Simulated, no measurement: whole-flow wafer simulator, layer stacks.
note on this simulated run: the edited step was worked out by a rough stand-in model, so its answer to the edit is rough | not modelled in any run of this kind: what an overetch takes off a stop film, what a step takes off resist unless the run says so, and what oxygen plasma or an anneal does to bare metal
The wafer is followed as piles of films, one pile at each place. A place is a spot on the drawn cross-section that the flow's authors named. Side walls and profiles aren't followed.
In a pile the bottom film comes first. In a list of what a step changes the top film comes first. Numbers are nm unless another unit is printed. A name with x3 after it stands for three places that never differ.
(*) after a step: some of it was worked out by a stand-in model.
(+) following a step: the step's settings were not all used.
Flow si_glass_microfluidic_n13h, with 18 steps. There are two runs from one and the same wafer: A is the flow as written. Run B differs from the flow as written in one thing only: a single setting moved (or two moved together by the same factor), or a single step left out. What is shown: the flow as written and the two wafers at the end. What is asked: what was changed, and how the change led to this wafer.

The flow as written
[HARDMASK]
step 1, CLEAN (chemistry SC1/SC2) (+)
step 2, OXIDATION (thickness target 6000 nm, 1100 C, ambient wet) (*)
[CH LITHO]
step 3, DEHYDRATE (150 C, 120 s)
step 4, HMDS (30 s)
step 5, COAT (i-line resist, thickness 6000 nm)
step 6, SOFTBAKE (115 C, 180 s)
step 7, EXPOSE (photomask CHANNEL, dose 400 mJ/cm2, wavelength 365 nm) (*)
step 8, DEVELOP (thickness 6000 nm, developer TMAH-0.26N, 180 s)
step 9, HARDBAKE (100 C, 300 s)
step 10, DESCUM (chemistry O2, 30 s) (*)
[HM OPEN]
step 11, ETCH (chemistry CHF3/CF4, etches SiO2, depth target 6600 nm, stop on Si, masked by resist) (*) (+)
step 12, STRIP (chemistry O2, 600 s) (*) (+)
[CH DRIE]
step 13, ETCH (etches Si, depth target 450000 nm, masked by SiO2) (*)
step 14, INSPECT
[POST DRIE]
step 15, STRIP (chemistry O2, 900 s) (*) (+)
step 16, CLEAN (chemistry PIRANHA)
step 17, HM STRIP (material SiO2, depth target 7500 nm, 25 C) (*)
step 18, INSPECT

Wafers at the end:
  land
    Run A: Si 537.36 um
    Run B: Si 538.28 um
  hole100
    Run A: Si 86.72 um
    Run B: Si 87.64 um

The reason: step 2, OXIDATION: thickness target 3900 nm was run, while the flow as written has thickness target 6000 nm.

Step by step, how the change led to this:
  step 2, OXIDATION (thickness target 6000 nm, 1100 C, ambient wet) (*)
      land, hole100: A +6000 SiO2 (new film), -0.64 chemical SiO2 (all of it), -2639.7 Si | B +3900 SiO2 (new film), -0.64 chemical SiO2 (all of it), -1715.7 Si
  step 11, ETCH (chemistry CHF3/CF4, etches SiO2, depth target 6600 nm, stop on Si, masked by resist) (*) (+)
      land: A -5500 i-line resist | B -4875 i-line resist
      hole100: A -6000 SiO2 (all of it) | B -3900 SiO2 (all of it)
  step 12, STRIP (chemistry O2, 600 s) (*) (+)
      land: A -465 i-line resist (all of it) | B -1090 i-line resist (all of it)
  step 17, HM STRIP (material SiO2, depth target 7500 nm, 25 C) (*)
      land: A -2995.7 SiO2 (all of it) | B -895.7 SiO2 (all of it)
